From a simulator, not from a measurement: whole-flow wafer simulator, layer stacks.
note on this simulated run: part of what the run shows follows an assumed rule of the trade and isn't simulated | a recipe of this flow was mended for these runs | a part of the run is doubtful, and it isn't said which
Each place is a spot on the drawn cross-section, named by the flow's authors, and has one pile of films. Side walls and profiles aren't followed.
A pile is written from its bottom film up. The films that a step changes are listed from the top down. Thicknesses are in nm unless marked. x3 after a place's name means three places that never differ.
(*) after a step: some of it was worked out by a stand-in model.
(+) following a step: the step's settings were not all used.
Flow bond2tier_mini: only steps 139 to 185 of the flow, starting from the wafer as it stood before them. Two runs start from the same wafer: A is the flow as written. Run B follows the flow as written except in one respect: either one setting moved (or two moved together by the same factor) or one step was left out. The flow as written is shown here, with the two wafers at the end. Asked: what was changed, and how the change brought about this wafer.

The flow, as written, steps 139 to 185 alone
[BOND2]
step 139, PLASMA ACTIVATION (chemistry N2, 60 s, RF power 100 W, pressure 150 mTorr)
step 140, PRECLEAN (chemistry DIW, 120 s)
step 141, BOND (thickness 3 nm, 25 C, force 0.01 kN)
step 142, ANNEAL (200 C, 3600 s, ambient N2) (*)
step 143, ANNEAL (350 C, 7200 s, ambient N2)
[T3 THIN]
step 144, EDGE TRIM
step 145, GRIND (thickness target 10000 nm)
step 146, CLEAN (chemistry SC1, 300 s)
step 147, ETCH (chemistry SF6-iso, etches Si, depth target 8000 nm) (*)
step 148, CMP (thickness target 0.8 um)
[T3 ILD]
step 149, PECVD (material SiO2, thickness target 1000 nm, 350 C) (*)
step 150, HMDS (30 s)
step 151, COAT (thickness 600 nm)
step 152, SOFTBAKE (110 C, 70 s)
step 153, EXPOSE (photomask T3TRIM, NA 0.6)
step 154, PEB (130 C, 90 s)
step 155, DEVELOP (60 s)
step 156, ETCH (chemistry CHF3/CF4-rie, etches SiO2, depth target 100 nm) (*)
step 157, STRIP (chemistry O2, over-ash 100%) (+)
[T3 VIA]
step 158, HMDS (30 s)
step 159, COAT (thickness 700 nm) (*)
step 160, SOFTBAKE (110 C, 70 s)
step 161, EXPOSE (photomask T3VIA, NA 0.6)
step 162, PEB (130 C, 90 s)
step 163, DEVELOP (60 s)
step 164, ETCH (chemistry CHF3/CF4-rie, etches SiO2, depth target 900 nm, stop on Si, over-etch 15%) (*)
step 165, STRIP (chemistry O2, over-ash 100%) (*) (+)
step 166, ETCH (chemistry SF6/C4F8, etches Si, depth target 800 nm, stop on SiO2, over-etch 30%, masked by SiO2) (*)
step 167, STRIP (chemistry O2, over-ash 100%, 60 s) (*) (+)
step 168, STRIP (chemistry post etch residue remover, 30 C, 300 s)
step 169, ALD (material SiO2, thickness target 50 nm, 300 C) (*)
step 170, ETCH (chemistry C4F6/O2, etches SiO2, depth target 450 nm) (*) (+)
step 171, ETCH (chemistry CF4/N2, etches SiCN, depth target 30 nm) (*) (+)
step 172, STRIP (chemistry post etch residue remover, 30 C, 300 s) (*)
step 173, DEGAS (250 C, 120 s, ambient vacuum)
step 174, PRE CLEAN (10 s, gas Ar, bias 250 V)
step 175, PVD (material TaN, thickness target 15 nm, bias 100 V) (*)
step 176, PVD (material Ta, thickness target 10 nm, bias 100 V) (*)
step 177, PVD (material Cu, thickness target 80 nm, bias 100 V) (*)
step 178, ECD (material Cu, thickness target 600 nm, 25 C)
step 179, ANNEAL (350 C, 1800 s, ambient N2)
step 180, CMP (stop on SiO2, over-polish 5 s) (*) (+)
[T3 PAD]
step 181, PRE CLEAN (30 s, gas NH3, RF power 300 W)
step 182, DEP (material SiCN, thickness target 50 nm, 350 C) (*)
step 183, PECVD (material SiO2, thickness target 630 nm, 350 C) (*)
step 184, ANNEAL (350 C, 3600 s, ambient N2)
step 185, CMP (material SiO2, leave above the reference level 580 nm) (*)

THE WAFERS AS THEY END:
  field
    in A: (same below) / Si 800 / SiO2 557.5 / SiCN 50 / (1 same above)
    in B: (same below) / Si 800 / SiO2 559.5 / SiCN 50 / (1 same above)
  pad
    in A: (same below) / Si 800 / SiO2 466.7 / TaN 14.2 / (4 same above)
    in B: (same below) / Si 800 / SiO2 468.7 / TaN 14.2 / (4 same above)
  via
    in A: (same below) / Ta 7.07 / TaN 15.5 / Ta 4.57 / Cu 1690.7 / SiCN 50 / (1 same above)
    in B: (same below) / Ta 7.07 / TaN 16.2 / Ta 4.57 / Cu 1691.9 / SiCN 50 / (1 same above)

Cause: step 171, ETCH: depth target 27 nm was run, though the flow has depth target 30 nm.

Step by step, how the change led to this:
  step 171, ETCH (chemistry CF4/N2, etches SiCN, depth target 30 nm) (*) (+)
      field, pad: A -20 SiO2 | B -18 SiO2
      via: A -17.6 SiCN (all of it), -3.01 TaN | B -17.6 SiCN (all of it), -2.28 TaN
